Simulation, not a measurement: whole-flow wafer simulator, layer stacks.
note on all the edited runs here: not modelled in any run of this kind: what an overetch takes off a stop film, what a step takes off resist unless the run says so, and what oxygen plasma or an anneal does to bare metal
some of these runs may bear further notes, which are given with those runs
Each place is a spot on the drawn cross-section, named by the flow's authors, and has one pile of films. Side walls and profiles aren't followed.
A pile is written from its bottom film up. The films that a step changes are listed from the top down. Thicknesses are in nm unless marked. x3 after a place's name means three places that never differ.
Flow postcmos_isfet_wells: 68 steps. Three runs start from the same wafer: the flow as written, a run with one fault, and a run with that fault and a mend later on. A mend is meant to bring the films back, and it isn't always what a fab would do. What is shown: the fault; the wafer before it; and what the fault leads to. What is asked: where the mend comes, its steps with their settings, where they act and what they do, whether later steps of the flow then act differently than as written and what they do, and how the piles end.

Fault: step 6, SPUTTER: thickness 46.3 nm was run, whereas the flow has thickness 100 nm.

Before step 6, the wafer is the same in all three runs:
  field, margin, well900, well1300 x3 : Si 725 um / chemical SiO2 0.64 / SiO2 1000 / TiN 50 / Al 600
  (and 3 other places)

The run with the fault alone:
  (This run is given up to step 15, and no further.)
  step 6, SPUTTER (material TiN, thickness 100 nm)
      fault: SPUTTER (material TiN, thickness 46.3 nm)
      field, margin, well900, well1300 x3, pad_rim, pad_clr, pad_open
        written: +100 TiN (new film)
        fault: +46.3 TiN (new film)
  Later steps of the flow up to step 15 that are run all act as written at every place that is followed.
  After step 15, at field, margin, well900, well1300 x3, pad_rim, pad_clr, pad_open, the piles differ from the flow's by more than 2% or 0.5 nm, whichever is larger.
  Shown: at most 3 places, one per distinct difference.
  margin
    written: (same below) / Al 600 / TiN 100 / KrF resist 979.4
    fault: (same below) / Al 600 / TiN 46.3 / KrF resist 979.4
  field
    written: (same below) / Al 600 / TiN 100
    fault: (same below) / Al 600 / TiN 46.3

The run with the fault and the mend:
  After step 6 comes the mend.
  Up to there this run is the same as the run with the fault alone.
  step 6a, ETCH (chemistry peroxide tin strip, depth target 53.24 nm)
      field, margin, well900, well1300 x3, pad_rim, pad_clr, pad_open
        -46.3 TiN (all of it)
  step 6b, SPUTTER (material TiN, thickness 100 nm) (the flow's step 6 again)
      field, margin, well900, well1300 x3, pad_rim, pad_clr, pad_open
        +100 TiN (new film)
  Later steps of the flow that are run all act as written at every place that is followed.
  By the end, the piles equal the flow's at every place that both follow.
